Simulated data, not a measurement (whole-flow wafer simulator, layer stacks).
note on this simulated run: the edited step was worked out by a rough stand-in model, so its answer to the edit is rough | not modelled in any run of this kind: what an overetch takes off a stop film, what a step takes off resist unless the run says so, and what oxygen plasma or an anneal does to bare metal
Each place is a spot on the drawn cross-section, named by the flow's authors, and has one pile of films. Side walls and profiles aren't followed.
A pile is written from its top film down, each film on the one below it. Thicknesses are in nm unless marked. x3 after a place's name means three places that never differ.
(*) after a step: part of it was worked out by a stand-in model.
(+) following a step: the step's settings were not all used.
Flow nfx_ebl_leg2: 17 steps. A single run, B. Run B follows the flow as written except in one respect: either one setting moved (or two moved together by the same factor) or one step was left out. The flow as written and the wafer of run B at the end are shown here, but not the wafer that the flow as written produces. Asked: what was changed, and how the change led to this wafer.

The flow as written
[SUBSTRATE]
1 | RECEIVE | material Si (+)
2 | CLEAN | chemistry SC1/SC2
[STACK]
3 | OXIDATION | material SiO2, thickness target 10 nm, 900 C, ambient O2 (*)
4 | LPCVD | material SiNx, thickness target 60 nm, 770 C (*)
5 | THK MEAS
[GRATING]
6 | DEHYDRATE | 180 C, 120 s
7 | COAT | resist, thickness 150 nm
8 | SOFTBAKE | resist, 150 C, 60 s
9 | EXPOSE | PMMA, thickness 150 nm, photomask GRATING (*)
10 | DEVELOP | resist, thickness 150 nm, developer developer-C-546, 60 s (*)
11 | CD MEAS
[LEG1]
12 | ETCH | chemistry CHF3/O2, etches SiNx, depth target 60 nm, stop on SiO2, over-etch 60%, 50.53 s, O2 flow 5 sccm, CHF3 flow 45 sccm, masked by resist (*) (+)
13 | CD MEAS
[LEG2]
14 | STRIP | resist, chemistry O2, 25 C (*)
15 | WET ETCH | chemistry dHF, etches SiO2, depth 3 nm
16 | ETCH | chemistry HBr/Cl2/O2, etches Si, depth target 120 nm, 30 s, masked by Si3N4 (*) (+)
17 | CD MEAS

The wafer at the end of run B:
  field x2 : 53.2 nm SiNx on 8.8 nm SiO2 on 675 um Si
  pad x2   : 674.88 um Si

The reason: step 3, OXIDATION: thickness target 8.8 nm was run, though the flow has thickness target 10 nm.
The wafer itself shows it: field x2 has SiO2 8.8, and step 3 as written asks for 10 nm.

The path from the change to this, step by step:
  3 | OXIDATION | material SiO2, thickness target 10 nm, 900 C, ambient O2 (*)
      field x2, pad x2: SiO2 gains 8.8 (new film), chemical SiO2 loses 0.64 (all of it), Si loses 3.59 (as written it would have been: SiO2 gains 10 (new film), chemical SiO2 loses 0.64 (all of it), Si loses 4.12)
  12 | ETCH | chemistry CHF3/O2, etches SiNx, depth target 60 nm, stop on SiO2, over-etch 60%, 50.53 s, O2 flow 5 sccm, CHF3 flow 45 sccm, masked by resist (*) (+)
      pad x2: SiNx loses 60 (all of it), SiO2 loses 8.8 (all of it) (as written it would have been: SiNx loses 60 (all of it), SiO2 loses 10 (all of it))
